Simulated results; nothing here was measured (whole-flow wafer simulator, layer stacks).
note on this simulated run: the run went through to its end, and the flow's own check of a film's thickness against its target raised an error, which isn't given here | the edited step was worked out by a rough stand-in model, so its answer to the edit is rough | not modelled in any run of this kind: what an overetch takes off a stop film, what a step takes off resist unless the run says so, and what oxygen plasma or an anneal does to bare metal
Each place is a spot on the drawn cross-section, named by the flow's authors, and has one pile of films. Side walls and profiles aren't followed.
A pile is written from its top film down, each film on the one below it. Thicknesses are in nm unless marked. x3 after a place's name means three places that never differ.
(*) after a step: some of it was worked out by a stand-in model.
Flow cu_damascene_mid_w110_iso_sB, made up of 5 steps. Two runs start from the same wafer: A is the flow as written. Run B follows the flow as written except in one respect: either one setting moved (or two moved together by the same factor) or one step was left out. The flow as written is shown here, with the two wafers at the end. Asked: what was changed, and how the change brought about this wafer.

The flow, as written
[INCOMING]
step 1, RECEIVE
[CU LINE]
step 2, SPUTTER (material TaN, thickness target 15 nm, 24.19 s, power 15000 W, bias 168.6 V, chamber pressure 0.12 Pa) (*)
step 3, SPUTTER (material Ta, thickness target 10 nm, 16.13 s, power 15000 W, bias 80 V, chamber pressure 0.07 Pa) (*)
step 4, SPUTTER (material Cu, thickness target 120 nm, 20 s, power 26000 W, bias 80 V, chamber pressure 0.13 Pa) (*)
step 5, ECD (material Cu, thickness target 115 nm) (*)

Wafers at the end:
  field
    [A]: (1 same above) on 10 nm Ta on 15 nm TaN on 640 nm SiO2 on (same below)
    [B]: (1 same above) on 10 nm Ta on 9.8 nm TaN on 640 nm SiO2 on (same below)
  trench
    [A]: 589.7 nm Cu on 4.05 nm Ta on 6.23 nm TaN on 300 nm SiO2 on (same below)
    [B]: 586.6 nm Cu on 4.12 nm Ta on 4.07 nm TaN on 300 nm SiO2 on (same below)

Cause: step 2, SPUTTER: thickness target 9.8 nm was run, though the flow has thickness target 15 nm; step 2, SPUTTER: 15.72 s was run, where the flow has 24.19 s.
The wafer lets one read it off: field has TaN 9.8, and step 2 as written asks for 15 nm.

How this came from the change, step by step:
  step 2, SPUTTER (material TaN, thickness target 15 nm, 24.19 s, power 15000 W, bias 168.6 V, chamber pressure 0.12 Pa) (*)
      field: A TaN gains 15 (new film) | B TaN gains 9.8 (new film)
      trench: A TaN gains 6.23 (new film) | B TaN gains 4.07 (new film)
